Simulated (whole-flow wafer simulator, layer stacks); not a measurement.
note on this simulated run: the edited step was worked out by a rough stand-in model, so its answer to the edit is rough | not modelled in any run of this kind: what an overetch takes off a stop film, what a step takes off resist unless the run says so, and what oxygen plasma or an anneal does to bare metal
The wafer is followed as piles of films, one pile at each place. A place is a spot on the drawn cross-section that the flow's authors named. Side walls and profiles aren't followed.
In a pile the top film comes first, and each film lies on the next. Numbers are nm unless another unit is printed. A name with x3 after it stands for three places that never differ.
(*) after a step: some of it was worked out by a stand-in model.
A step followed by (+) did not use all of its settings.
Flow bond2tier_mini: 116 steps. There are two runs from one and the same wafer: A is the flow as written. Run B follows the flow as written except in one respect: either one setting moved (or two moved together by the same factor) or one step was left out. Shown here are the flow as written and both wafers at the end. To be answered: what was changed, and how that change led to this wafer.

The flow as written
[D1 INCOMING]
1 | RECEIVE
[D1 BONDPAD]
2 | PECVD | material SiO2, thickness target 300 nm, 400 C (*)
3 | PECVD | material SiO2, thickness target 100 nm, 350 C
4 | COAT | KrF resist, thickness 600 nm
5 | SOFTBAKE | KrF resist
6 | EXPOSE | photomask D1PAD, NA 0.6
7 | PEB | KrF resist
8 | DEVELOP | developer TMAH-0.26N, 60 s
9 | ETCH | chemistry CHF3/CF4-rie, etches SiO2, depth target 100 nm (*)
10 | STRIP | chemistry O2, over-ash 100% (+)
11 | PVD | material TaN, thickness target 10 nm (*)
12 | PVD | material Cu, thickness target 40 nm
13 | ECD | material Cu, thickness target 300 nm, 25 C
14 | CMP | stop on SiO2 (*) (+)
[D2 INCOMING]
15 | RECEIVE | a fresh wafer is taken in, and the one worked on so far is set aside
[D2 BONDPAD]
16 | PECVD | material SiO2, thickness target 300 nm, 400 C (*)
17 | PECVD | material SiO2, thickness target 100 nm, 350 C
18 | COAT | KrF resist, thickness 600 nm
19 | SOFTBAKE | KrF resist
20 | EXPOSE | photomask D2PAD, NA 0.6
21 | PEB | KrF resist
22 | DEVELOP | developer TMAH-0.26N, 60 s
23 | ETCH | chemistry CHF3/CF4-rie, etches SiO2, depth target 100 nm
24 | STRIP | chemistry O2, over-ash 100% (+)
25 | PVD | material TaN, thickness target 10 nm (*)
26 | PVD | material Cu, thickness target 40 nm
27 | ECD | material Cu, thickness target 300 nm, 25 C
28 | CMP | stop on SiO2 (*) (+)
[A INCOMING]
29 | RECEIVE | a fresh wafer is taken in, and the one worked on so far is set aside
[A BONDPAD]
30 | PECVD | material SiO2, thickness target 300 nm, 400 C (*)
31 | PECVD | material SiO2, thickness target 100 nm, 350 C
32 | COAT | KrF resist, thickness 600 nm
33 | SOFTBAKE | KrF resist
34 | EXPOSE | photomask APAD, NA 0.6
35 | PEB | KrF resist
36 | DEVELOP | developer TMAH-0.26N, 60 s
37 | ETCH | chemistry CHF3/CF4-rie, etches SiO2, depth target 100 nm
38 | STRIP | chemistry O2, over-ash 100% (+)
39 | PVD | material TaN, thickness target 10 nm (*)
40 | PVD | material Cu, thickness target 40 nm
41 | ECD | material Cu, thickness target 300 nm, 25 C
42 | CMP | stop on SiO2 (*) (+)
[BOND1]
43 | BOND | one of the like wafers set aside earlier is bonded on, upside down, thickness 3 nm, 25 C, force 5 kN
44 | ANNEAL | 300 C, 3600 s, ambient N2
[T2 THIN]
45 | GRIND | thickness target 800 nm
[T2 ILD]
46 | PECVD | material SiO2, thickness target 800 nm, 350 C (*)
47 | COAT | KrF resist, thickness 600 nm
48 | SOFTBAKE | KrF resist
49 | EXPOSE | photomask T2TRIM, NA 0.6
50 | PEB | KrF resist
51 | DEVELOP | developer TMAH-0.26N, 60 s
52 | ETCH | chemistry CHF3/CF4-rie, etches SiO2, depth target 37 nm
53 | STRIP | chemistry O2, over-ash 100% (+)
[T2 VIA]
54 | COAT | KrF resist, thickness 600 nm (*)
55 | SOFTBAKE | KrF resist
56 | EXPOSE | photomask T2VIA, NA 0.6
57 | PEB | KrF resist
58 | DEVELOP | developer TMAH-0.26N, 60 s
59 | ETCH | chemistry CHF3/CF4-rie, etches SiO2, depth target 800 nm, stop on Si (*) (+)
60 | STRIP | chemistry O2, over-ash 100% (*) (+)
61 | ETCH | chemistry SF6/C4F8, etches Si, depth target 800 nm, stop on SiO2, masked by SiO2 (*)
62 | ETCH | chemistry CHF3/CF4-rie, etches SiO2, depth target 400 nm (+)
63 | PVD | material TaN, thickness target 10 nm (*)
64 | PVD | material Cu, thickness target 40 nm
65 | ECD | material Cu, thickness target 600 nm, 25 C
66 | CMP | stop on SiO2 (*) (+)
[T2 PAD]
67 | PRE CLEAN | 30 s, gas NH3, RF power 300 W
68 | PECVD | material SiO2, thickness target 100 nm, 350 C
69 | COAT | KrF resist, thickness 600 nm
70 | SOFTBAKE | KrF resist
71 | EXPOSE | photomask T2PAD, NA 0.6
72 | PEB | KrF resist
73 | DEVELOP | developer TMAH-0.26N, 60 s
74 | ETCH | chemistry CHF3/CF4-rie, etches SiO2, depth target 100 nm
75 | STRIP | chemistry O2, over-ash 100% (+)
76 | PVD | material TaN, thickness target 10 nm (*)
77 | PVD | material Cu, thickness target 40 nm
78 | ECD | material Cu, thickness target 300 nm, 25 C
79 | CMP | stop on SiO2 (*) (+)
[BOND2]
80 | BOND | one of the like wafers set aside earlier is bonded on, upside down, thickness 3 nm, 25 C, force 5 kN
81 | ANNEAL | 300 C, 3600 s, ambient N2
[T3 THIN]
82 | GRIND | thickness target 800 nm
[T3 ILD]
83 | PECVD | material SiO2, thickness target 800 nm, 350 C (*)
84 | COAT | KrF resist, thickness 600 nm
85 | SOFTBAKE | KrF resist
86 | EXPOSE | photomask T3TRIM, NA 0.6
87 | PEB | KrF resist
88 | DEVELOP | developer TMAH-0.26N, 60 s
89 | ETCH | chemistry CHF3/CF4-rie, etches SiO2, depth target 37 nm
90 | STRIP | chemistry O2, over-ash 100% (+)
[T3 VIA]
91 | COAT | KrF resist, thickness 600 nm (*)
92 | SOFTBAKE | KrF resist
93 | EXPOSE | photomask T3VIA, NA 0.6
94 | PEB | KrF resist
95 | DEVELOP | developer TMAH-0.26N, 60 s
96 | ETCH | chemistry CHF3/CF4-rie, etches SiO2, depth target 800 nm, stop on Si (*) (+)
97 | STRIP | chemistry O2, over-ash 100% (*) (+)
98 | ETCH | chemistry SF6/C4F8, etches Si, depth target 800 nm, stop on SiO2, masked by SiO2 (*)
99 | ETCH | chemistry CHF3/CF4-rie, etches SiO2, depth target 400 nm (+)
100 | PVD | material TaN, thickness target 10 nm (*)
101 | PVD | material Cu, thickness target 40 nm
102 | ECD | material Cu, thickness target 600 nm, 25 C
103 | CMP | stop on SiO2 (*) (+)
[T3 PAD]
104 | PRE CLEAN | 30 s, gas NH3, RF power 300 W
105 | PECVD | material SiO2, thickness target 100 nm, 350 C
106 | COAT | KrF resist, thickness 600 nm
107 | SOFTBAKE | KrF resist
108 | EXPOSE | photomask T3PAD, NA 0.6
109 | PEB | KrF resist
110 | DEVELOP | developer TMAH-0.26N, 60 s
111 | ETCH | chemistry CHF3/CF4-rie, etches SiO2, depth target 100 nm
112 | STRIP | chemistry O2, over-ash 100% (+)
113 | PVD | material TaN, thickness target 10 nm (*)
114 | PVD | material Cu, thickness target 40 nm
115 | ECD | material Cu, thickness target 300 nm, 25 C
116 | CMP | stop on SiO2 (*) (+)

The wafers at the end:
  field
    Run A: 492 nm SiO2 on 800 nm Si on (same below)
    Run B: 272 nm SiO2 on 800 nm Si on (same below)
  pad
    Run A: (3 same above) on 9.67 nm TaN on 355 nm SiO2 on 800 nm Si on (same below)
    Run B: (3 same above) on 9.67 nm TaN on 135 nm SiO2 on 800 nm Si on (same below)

What caused this: step 83, PECVD: thickness target 580 nm was run, while the flow as written has thickness target 800 nm.

How this came from the change, step by step:
  83 | PECVD | material SiO2, thickness target 800 nm, 350 C (*)
      field, pad: A +800 SiO2 (new film) | B +580 SiO2 (new film)
